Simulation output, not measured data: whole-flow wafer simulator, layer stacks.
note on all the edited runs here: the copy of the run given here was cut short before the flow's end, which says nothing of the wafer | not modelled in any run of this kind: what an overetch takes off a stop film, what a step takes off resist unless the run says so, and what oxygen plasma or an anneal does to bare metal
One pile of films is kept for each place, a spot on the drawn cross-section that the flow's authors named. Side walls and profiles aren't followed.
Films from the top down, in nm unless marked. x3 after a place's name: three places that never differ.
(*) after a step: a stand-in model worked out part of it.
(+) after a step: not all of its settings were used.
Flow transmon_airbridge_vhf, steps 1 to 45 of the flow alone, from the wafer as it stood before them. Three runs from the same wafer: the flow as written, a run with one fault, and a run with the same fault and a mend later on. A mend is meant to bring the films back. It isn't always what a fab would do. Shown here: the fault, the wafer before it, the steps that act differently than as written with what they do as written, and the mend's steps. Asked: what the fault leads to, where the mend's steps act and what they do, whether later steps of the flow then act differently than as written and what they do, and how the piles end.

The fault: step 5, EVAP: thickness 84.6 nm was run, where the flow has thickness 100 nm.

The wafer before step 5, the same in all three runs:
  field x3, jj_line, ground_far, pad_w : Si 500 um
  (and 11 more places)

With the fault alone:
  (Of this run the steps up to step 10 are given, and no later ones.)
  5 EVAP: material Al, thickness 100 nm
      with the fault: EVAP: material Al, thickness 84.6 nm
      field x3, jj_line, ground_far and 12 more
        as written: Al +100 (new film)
        with the fault: Al +84.6 (new film)
  No later step of the flow up to step 10 acts differently than as written at any place that is followed.
  After step 10 the piles differ from the flow's by more than 2% or 0.5 nm, whichever is larger, at field x3, jj_line, ground_far and 12 more.
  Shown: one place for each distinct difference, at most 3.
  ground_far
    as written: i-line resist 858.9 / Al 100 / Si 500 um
    with the fault: i-line resist 858.9 / Al 84.6 / Si 500 um
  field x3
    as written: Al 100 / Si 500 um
    with the fault: Al 84.6 / Si 500 um

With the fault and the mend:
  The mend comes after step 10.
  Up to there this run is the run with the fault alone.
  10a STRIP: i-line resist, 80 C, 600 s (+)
      ground_far, pad_w, flank_w and 8 more
        i-line resist -858.9 (all of it)
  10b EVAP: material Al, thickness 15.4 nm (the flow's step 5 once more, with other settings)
      field x3, jj_line, ground_far and 12 more
        Al +15.4
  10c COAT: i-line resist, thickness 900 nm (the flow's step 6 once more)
      field x3, jj_line, ground_far and 12 more
        i-line resist +900 (new film)
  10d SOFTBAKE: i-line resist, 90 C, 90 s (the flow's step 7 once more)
      changes no film at any place that is followed
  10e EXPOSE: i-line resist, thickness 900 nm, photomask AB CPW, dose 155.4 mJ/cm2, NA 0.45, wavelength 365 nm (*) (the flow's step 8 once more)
      changes no film at any place that is followed
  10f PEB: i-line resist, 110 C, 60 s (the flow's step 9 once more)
      field x3, jj_line, ground_far and 12 more
        i-line resist -41
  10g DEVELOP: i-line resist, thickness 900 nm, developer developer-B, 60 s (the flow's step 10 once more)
      ground_far, pad_w, flank_w and 8 more
        i-line resist -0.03
      field x3, jj_line, gap_w, gap_e
        i-line resist -859 (all of it)
  No later step of the flow acts differently than as written at any place that is followed.
  At the end the piles are the same as the flow's at every place that both follow.
